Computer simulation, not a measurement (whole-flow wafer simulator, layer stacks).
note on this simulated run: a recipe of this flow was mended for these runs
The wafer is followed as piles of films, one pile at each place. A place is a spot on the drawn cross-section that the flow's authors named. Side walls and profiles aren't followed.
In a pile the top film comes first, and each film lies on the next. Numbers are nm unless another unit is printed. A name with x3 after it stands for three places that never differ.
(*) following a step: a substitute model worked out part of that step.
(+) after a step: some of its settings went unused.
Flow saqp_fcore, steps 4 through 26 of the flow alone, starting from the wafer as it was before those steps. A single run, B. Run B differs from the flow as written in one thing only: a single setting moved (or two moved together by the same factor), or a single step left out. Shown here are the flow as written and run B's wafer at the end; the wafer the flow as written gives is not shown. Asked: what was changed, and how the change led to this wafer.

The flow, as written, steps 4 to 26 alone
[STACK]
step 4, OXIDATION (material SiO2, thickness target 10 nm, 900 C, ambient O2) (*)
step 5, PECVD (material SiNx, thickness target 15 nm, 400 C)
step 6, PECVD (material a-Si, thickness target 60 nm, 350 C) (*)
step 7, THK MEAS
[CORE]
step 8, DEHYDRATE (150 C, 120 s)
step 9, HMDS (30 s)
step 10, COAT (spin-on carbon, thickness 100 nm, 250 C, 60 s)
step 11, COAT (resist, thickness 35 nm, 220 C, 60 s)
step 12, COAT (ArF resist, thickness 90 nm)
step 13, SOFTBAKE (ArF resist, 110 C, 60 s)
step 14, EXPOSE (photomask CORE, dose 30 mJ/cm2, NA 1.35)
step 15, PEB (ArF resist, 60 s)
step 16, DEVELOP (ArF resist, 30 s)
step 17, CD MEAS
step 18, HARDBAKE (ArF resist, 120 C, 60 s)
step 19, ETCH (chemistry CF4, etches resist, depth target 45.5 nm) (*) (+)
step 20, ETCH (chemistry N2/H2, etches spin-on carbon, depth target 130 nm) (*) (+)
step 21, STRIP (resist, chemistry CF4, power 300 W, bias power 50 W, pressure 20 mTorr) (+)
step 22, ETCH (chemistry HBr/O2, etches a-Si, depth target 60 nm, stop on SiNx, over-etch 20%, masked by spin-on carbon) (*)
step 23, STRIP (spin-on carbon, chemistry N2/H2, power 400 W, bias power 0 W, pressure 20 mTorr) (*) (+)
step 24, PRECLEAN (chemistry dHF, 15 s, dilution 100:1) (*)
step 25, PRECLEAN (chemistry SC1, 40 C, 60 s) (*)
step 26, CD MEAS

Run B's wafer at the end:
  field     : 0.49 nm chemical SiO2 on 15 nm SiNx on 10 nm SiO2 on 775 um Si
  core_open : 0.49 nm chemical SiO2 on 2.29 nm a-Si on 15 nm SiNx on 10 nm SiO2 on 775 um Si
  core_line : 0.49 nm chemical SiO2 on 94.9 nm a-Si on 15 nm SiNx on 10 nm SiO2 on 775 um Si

What caused this: step 6, PECVD: thickness target 95.6 nm was run, while the flow as written has thickness target 60 nm.

The path from the change to this, step by step:
  step 6, PECVD (material a-Si, thickness target 60 nm, 350 C) (*)
      field, core_open, core_line: a-Si gains 95.6 (new film) (as written it would have been: a-Si gains 60 (new film))
  step 22, ETCH (chemistry HBr/O2, etches a-Si, depth target 60 nm, stop on SiNx, over-etch 20%, masked by spin-on carbon) (*)
      field: a-Si loses 72 (as written it would have been: a-Si loses 36.8 (all of it), SiNx loses 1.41)
      core_open: a-Si loses 72 (as written it would have been: a-Si loses 39.4 (all of it), SiNx loses 1.3)
      (also at 1 further place)
  step 23, STRIP (spin-on carbon, chemistry N2/H2, power 400 W, bias power 0 W, pressure 20 mTorr) (*) (+)
      core_line: spin-on carbon loses 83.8 (all of it) (as written it would have been: spin-on carbon loses 88.8 (all of it))
  step 24, PRECLEAN (chemistry dHF, 15 s, dilution 100:1) (*)
      field, core_open: nothing (as written it would have been: SiNx loses 1.31)
  step 25, PRECLEAN (chemistry SC1, 40 C, 60 s) (*)
      core_open: chemical SiO2 gains 0.49 (new film), a-Si loses 0.7 (as written it would have been: nothing)
